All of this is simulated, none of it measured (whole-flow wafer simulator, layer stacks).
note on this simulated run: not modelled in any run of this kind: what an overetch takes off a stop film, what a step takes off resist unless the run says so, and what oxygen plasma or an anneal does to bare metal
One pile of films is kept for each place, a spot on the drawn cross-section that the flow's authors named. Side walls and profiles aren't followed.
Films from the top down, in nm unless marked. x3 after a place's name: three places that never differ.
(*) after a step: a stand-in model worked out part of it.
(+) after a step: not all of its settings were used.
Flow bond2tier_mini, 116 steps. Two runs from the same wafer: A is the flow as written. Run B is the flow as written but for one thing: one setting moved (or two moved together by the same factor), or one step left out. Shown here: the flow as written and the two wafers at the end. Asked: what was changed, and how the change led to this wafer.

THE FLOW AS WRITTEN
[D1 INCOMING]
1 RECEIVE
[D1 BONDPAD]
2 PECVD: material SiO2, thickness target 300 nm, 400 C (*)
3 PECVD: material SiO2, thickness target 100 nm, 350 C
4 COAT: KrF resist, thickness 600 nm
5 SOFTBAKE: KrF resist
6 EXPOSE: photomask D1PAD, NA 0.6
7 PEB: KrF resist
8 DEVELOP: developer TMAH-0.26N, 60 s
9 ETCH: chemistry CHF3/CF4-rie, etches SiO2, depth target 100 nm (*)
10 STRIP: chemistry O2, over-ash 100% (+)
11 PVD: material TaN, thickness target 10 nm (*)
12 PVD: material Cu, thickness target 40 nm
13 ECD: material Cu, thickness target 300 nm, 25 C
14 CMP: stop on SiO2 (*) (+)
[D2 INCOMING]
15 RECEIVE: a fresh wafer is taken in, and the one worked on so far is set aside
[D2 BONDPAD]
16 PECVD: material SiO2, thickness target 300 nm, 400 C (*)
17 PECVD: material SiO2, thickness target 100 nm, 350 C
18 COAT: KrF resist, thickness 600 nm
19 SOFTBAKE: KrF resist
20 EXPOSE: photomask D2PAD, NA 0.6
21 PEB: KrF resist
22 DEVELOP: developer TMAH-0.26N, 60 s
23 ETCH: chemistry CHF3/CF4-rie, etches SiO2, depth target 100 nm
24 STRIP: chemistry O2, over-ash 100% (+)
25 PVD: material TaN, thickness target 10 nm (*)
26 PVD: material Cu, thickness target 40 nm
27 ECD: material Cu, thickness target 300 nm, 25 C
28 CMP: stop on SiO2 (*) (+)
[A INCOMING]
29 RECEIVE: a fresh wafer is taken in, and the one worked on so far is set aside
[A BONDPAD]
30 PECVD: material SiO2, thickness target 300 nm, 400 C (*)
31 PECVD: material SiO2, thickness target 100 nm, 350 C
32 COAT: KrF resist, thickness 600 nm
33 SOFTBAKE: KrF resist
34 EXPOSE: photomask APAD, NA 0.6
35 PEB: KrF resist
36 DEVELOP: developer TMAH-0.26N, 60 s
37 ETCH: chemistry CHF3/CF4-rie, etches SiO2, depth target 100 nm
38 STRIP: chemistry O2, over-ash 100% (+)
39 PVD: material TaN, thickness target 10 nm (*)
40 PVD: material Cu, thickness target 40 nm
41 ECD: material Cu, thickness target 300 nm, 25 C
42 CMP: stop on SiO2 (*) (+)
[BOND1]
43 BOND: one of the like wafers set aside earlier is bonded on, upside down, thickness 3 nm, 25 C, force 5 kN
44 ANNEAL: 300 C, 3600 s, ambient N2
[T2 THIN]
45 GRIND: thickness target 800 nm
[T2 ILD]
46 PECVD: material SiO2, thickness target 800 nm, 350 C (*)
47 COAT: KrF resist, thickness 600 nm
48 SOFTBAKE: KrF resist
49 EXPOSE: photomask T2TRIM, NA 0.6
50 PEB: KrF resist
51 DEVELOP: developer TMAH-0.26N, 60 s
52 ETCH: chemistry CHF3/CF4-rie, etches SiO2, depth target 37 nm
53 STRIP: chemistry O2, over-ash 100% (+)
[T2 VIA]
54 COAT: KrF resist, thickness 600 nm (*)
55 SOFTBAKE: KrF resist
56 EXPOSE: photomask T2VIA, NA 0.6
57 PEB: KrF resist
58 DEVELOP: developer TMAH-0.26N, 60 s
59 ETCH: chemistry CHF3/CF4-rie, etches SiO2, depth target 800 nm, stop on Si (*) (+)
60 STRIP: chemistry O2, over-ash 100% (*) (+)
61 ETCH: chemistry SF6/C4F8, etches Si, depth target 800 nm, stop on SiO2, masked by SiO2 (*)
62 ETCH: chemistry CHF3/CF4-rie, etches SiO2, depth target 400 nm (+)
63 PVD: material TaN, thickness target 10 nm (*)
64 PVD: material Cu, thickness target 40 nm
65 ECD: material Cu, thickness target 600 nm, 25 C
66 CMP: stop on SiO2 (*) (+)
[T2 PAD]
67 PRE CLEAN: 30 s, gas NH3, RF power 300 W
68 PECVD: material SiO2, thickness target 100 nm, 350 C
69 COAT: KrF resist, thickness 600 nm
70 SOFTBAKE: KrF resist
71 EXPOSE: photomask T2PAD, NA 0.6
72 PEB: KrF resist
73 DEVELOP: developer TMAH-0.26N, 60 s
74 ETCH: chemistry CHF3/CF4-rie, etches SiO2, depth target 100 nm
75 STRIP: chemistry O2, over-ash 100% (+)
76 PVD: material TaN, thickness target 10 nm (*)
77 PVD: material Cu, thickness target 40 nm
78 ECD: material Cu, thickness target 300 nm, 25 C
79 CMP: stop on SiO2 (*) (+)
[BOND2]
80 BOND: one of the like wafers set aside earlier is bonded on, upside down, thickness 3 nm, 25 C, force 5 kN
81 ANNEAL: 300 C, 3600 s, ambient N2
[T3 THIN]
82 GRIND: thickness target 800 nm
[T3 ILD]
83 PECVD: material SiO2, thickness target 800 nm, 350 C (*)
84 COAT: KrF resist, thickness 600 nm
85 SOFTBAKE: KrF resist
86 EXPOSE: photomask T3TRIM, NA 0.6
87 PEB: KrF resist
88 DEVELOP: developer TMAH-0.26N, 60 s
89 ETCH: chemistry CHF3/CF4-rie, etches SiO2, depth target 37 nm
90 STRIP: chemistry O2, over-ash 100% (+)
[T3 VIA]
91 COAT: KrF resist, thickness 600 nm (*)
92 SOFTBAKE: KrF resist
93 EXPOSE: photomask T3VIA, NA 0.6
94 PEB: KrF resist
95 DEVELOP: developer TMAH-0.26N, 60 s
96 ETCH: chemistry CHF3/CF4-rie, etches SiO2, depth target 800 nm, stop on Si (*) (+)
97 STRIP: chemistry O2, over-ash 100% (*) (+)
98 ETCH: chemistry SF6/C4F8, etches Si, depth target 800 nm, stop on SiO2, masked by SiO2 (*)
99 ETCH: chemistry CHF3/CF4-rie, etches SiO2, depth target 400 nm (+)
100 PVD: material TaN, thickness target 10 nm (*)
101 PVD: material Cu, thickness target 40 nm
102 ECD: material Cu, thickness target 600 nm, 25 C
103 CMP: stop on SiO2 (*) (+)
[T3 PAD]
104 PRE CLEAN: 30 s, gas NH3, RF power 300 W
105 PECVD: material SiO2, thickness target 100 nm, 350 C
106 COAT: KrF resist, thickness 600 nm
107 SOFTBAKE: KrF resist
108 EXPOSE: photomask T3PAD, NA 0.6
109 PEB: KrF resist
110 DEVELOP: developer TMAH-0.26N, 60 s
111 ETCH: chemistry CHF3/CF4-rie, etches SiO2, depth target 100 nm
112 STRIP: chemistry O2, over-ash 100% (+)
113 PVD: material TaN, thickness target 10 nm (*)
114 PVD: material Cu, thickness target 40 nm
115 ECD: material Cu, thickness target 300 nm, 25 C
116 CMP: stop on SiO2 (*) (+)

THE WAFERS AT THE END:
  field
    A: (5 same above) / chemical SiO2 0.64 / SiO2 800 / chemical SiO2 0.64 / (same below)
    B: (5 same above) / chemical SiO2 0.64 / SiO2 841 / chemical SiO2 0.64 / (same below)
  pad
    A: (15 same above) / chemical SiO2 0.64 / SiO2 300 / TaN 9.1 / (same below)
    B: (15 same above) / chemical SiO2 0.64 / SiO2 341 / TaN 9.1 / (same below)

The cause: step 3, PECVD: thickness target 141 nm was run, where the flow has thickness target 100 nm.

How the change led to this, step by step:
  3 PECVD: material SiO2, thickness target 100 nm, 350 C
      field, pad, via: A SiO2 +100 | B SiO2 +141
  43 BOND: one of the like wafers set aside earlier is bonded on, upside down, thickness 3 nm, 25 C, force 5 kN
      field: A Si +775 um (new film), chemical SiO2 +0.64 (new film), SiO2 +400 | B Si +775 um (new film), chemical SiO2 +0.64 (new film), SiO2 +441
      pad: A Si +775 um (new film), chemical SiO2 +0.64 (new film), SiO2 +300 (new film), TaN +9.1 (new film), Cu +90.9 | B Si +775 um (new film), chemical SiO2 +0.64 (new film), SiO2 +341 (new film), TaN +9.1 (new film), Cu +90.9
      (and at 1 more place)
